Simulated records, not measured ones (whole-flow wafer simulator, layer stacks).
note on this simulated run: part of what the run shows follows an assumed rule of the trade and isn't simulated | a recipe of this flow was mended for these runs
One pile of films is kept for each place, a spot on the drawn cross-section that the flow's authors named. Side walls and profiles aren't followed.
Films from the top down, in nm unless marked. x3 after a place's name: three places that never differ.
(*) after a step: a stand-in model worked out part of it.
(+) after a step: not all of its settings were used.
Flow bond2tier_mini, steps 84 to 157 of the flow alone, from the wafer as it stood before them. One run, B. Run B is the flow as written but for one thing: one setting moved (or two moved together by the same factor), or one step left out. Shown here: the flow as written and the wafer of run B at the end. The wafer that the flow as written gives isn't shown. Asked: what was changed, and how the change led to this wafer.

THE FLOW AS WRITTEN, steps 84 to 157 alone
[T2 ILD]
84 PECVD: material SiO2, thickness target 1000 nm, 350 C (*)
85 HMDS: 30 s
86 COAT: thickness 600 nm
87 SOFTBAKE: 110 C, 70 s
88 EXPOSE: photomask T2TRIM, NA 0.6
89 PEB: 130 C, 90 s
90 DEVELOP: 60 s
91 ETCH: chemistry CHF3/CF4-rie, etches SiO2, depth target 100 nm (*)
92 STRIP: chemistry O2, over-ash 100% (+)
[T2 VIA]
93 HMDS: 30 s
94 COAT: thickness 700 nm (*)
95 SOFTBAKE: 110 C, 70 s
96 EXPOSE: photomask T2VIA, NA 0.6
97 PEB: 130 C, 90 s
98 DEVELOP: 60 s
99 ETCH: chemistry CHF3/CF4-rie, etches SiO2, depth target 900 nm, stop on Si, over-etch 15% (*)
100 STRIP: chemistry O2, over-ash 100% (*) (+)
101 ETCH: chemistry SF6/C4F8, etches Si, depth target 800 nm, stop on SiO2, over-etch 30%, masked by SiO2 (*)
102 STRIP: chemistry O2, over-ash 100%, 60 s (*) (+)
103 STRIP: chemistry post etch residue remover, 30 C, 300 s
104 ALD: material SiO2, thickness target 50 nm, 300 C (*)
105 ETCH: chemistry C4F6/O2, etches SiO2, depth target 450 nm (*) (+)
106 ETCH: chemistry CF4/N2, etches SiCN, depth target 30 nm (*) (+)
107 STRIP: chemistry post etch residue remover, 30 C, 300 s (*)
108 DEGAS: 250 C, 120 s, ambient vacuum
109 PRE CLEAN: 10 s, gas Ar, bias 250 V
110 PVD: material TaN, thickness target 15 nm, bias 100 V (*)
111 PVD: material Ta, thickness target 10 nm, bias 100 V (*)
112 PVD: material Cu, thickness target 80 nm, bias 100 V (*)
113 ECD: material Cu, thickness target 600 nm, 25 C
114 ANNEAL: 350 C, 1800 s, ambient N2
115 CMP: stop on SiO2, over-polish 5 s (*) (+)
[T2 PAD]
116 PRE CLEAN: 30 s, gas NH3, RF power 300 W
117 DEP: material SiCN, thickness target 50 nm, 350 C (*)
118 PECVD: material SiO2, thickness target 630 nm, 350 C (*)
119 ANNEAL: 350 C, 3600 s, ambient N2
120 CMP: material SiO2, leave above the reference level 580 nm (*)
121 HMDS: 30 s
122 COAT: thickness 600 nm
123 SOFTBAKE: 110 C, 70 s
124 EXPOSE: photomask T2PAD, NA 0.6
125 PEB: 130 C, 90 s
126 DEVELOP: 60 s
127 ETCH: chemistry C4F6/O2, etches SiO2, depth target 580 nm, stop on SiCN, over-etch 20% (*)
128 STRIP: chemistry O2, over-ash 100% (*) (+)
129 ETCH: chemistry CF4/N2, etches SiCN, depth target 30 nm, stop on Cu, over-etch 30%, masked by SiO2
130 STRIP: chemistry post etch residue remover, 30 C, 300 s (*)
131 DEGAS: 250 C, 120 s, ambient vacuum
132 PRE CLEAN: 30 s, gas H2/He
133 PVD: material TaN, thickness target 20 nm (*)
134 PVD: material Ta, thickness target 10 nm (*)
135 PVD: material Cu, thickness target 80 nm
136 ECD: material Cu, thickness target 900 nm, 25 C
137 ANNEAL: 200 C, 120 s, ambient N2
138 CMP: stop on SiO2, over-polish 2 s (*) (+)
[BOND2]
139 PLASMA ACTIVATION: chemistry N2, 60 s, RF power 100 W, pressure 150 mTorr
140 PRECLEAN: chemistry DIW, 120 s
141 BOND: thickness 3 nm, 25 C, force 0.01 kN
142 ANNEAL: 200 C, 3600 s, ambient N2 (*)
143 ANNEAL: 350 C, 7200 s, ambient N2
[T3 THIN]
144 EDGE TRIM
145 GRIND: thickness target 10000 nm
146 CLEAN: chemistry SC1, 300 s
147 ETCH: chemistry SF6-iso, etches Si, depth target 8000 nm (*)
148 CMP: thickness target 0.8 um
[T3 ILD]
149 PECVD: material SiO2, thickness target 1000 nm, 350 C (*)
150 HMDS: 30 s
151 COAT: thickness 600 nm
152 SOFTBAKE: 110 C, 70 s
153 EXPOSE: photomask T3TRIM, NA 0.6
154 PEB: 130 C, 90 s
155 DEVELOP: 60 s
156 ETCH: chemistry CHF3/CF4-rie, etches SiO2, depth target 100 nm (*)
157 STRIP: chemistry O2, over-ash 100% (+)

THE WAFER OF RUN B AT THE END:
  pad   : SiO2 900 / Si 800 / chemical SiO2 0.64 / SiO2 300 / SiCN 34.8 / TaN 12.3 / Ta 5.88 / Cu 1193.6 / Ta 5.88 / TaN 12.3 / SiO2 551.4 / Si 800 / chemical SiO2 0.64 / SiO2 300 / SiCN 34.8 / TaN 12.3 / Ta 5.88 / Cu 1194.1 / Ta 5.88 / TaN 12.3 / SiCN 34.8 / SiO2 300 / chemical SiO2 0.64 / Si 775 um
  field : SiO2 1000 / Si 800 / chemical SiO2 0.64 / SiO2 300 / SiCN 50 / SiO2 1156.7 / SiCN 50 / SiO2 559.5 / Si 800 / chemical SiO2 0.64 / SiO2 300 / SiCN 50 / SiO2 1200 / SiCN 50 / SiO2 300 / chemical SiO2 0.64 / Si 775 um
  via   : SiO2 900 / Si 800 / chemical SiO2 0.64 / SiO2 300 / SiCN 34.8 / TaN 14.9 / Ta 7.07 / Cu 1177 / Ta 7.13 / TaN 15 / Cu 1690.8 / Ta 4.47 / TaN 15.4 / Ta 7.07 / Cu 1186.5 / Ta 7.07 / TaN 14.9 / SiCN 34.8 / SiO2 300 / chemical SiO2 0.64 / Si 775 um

The cause: step 91, ETCH: chemistry CHF3/CF4-rie, etches SiO2, depth target 100 nm (*), was left out.

How the change led to this, step by step:
  92 STRIP: chemistry O2, over-ash 100% (+)
      field: thick-KrF-resist -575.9 (all of it) (as written it would be: thick-KrF-resist -542.6 (all of it))
  94 COAT: thickness 700 nm (*)
      field: thick-KrF-resist +700 (new film) (as written it would be: thick-KrF-resist +656.8 (new film))
      pad: thick-KrF-resist +700 (new film) (as written it would be: thick-KrF-resist +744.9 (new film))
      (and at 1 more place)
  97 PEB: 130 C, 90 s
      field: thick-KrF-resist -12.3 (as written it would be: thick-KrF-resist -11.4)
      pad: thick-KrF-resist -12.3 (as written it would be: thick-KrF-resist -13.2)
      (and at 1 more place)
  98 DEVELOP: 60 s
      via: thick-KrF-resist -687.7 (all of it) (as written it would be: thick-KrF-resist -726.7 (all of it))
  99 ETCH: chemistry CHF3/CF4-rie, etches SiO2, depth target 900 nm, stop on Si, over-etch 15% (*)
      via: SiO2 -1000 (all of it), Si -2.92 (as written it would be: SiO2 -900 (all of it), Si -11.2)
  100 STRIP: chemistry O2, over-ash 100% (*) (+)
      field: thick-KrF-resist -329 (all of it) (as written it would be: thick-KrF-resist -286.6 (all of it))
      pad: thick-KrF-resist -329 (all of it) (as written it would be: thick-KrF-resist -372.9 (all of it))
  110 PVD: material TaN, thickness target 15 nm, bias 100 V (*)
      pad: TaN +15 (new film) (as written it would be: TaN +14.2 (new film))
  111 PVD: material Ta, thickness target 10 nm, bias 100 V (*)
      pad: Ta +10 (new film) (as written it would be: Ta +9.42 (new film))
  112 PVD: material Cu, thickness target 80 nm, bias 100 V (*)
      pad: Cu +80 (new film) (as written it would be: Cu +75.3 (new film))
      via: Cu +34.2 (new film) (as written it would be: Cu +35 (new film))
  113 ECD: material Cu, thickness target 600 nm, 25 C
      pad: Cu +600 (as written it would be: Cu +706.1)
  115 CMP: stop on SiO2, over-polish 5 s (*) (+)
      pad: Cu -680 (all of it), Ta -10 (all of it), TaN -15 (all of it), SiO2 -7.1 (as written it would be: Cu -711.3)
      field: Cu -680 (all of it), Ta -10 (all of it), TaN -15 (all of it), SiO2 -7.1 (as written it would be: Cu -680 (all of it), Ta -10 (all of it), TaN -15 (all of it), SiO2 -9.22)
  120 CMP: material SiO2, leave above the reference level 580 nm (*)
      pad: SiO2 -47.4 (as written it would be: SiO2 -50)
  129 ETCH: chemistry CF4/N2, etches SiCN, depth target 30 nm, stop on Cu, over-etch 30%, masked by SiO2
      pad: SiCN -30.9 (all of it), SiO2 -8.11 (as written it would be: SiCN -30.4 (all of it), Cu -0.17)
  130 STRIP: chemistry post etch residue remover, 30 C, 300 s (*)
      pad: nothing (as written it would be: Cu -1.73)
